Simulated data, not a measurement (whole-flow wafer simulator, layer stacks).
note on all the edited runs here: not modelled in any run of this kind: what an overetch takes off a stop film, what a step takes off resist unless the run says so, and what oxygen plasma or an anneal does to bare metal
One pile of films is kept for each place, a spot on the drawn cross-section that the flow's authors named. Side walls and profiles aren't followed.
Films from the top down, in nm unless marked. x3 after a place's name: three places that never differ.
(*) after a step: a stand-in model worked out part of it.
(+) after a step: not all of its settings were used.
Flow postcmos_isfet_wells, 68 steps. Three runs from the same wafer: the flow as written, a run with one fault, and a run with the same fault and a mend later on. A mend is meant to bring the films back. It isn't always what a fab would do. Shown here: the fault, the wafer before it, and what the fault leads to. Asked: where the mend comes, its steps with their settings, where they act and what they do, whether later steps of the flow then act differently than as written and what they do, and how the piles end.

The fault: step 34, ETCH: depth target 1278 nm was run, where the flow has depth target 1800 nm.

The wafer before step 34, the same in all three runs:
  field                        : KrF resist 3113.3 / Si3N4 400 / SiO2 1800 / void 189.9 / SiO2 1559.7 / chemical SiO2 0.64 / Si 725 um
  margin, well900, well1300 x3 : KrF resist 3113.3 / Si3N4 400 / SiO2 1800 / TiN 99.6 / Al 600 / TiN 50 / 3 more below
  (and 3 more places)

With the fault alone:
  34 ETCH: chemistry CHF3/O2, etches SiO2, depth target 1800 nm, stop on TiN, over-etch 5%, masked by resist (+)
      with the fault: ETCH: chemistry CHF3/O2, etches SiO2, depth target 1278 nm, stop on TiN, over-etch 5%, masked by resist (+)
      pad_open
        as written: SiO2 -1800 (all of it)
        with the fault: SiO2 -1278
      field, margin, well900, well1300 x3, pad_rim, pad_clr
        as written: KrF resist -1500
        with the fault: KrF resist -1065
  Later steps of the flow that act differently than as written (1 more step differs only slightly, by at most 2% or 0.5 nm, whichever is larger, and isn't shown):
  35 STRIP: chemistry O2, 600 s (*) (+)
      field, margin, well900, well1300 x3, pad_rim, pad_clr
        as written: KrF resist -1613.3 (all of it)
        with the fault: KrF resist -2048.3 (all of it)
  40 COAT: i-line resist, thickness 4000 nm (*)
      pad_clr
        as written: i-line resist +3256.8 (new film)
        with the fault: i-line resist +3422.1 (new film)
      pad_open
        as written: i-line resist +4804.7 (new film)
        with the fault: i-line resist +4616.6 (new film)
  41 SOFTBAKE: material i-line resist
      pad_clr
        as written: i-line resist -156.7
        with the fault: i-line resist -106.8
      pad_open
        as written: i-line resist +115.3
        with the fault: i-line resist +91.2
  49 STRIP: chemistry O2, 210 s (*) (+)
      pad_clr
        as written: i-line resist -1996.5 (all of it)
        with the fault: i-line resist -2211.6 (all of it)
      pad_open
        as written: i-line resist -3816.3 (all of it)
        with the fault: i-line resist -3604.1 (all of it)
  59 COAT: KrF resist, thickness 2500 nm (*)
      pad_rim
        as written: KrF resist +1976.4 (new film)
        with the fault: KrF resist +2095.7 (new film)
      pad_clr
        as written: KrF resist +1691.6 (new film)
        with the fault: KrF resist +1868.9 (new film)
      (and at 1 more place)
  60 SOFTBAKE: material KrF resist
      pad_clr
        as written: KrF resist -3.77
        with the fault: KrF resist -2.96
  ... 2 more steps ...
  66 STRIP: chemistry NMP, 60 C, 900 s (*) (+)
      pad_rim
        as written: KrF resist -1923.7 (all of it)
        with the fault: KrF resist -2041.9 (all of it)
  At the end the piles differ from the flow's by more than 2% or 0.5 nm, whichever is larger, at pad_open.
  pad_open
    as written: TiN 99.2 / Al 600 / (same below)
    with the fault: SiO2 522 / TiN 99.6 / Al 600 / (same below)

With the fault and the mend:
  The mend comes after step 34.
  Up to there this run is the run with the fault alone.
  34a ETCH: chemistry CHF3/O2, etches SiO2, depth target 522 nm, stop on TiN, over-etch 5%, masked by resist (the flow's step 34 once more, with other settings)
      field, margin, well900, well1300 x3, pad_rim, pad_clr
        KrF resist -435
      pad_open
        SiO2 -522 (all of it)
  No later step of the flow acts differently than as written at any place that is followed.
  At the end the piles are the same as the flow's at every place that both follow.
